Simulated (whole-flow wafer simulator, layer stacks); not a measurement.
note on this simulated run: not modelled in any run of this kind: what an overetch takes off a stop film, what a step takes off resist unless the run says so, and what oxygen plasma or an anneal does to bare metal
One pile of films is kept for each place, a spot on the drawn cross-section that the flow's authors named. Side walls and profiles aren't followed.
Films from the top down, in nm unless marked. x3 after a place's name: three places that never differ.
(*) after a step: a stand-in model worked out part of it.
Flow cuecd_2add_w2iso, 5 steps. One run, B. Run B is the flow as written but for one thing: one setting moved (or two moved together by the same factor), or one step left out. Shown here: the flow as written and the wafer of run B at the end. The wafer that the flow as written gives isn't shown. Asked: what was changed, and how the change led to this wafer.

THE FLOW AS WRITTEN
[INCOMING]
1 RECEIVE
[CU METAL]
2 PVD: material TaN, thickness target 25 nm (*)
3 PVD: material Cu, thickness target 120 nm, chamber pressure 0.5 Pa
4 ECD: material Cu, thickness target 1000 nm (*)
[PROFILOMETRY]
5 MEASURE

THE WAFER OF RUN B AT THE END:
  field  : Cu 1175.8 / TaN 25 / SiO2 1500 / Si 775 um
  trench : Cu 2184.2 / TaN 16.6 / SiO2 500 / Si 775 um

The cause: step 3, PVD: thickness target 175.8 nm was run, where the flow has thickness target 120 nm.

How the change led to this, step by step:
  3 PVD: material Cu, thickness target 120 nm, chamber pressure 0.5 Pa
      field: Cu +175.8 (new film) (as written it would be: Cu +120 (new film))
      trench: Cu +118 (new film) (as written it would be: Cu +80.8 (new film))
